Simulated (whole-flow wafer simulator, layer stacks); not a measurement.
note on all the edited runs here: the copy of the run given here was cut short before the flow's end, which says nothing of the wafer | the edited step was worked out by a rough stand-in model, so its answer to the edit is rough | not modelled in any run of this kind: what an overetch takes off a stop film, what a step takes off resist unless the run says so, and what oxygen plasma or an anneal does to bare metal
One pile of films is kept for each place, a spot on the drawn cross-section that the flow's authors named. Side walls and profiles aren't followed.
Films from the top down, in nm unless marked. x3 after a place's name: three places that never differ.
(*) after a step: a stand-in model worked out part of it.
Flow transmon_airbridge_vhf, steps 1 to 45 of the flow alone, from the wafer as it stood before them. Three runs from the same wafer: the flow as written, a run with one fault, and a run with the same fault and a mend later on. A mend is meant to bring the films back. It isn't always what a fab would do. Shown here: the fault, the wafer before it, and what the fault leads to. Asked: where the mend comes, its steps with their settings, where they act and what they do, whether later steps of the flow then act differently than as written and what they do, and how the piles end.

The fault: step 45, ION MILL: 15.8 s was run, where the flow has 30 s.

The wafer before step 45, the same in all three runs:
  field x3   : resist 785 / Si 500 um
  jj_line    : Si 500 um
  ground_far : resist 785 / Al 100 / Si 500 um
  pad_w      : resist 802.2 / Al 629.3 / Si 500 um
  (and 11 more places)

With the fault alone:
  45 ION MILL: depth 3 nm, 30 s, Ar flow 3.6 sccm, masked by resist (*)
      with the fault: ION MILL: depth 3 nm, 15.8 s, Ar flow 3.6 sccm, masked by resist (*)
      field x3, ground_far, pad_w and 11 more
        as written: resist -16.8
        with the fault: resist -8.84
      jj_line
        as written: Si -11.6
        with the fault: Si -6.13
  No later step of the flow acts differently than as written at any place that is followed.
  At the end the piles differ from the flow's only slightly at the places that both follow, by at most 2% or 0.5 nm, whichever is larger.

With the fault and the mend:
  The mend comes after step 45.
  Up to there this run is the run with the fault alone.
  45a ION MILL: depth 3 nm, 14.2 s, Ar flow 3.6 sccm, masked by resist (*) (the flow's step 45 once more, with other settings)
      field x3, ground_far, pad_w and 11 more
        resist -7.95
      jj_line
        Si -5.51
  No later step of the flow acts differently than as written at any place that is followed.
  At the end the piles are the same as the flow's at every place that both follow.
